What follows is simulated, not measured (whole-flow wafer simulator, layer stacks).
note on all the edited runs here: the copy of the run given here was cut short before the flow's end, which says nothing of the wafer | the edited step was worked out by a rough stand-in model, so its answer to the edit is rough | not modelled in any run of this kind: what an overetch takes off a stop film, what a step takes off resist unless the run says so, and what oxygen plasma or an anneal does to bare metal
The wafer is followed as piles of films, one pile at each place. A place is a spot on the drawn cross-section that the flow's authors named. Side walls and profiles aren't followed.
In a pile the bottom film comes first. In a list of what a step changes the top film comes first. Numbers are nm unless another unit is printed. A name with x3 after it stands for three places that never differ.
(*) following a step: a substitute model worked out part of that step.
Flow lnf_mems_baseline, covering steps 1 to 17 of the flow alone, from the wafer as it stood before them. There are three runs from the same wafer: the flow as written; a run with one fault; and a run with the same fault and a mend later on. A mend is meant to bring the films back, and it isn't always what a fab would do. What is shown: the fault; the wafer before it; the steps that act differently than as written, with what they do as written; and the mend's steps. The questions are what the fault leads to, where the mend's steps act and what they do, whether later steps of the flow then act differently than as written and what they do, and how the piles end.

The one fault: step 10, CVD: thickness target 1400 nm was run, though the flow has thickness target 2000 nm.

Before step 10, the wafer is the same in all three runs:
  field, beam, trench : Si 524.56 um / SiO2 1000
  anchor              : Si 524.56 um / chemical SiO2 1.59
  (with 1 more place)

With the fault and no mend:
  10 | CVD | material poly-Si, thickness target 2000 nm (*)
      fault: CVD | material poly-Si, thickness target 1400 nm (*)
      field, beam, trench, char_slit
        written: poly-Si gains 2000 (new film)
        fault: poly-Si gains 1400 (new film)
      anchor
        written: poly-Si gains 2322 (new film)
        fault: poly-Si gains 1400 (new film)
  Later steps of the flow acting differently than as written (1 more step, not shown, differs only slightly: by at most 2% or 0.5 nm, whichever is larger):
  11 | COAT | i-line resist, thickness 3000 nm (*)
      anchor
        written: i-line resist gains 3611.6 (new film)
        fault: i-line resist gains 3904.2 (new film)
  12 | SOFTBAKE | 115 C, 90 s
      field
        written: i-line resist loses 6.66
        fault: i-line resist loses 9.63
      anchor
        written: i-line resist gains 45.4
        fault: i-line resist gains 65.7
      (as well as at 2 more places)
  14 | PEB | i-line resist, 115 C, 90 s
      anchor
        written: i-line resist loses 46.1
        fault: i-line resist loses 51.8
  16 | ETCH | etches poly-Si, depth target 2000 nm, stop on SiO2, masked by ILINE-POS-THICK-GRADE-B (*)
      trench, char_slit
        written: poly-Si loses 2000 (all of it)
        fault: poly-Si loses 1400 (all of it)
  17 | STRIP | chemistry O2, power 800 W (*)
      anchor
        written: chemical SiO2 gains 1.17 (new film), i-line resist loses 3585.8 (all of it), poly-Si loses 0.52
        fault: chemical SiO2 gains 1.2 (new film), i-line resist loses 3893 (all of it), poly-Si loses 0.53
  The piles end different from the flow's at field, anchor, beam by more than 2% or 0.5 nm, whichever is larger.
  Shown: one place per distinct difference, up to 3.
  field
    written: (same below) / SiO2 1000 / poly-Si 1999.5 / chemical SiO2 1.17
    fault: (same below) / SiO2 1000 / poly-Si 1399.5 / chemical SiO2 1.2
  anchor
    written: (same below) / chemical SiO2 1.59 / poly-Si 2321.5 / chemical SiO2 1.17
    fault: (same below) / chemical SiO2 1.59 / poly-Si 1399.5 / chemical SiO2 1.2

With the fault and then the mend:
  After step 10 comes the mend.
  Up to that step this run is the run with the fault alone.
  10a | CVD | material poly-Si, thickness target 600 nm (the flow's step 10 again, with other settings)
      field, anchor, beam, trench, char_slit
        poly-Si gains 600
  Later steps of the flow acting differently than as written (1 more step, not shown, differs only slightly: by at most 2% or 0.5 nm, whichever is larger):
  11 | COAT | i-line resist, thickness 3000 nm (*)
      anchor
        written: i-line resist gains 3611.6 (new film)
        mend: i-line resist gains 3945.1 (new film)
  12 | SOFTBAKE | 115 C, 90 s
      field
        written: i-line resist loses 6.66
        mend: i-line resist loses 5.4
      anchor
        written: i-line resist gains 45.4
        mend: i-line resist gains 37.7
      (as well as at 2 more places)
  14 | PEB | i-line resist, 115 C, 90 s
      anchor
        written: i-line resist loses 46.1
        mend: i-line resist loses 52
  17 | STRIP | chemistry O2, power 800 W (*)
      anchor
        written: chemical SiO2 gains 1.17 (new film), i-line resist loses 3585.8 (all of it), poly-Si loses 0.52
        mend: chemical SiO2 gains 1.2 (new film), i-line resist loses 3905.7 (all of it), poly-Si loses 0.53
  The piles end different from the flow's at anchor by more than 2% or 0.5 nm, whichever is larger.
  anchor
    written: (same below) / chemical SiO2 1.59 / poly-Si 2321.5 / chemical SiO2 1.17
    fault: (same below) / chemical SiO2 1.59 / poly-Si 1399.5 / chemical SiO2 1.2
    mend: (same below) / chemical SiO2 1.59 / poly-Si 1999.5 / chemical SiO2 1.2
